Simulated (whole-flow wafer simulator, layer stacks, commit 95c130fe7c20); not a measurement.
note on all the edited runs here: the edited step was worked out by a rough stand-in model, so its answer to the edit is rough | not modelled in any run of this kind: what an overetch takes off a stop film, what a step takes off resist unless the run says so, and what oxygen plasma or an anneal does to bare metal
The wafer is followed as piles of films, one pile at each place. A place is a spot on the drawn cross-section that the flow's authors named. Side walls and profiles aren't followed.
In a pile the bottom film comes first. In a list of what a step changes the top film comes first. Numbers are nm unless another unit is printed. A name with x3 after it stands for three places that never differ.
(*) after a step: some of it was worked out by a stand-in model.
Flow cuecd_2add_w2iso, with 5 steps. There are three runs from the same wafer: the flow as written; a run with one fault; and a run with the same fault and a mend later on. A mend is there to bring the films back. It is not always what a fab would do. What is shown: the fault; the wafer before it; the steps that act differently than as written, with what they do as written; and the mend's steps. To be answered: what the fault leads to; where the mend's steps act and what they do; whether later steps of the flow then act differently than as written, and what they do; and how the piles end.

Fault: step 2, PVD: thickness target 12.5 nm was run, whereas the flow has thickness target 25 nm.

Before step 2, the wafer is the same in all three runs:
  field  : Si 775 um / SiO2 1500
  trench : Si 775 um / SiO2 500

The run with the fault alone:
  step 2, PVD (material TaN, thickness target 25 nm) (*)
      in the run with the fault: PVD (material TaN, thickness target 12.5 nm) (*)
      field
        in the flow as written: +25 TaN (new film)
        in the run with the fault: +12.5 TaN (new film)
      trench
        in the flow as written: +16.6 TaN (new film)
        in the run with the fault: +8.3 TaN (new film)
  None of the later steps of the flow differs from how it acts as written, at any place that is followed, by more than 2% or 0.5 nm, whichever is larger.
  At field, trench, the piles at the end differ from the flow's by more than 2% or 0.5 nm, whichever is larger.
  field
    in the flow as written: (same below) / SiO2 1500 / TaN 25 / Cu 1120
    in the run with the fault: (same below) / SiO2 1500 / TaN 12.5 / Cu 1120
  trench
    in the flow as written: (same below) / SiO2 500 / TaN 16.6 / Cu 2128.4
    in the run with the fault: (same below) / SiO2 500 / TaN 8.3 / Cu 2124.2

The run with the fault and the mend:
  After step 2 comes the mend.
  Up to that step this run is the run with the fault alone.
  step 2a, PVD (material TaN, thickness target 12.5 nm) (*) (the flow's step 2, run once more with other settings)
      field
        +12.5 TaN
      trench
        +8.26 TaN
  None of the later steps of the flow acts differently than as written at any place that is followed.
  At every place that both follow, the piles at the end match the flow's.
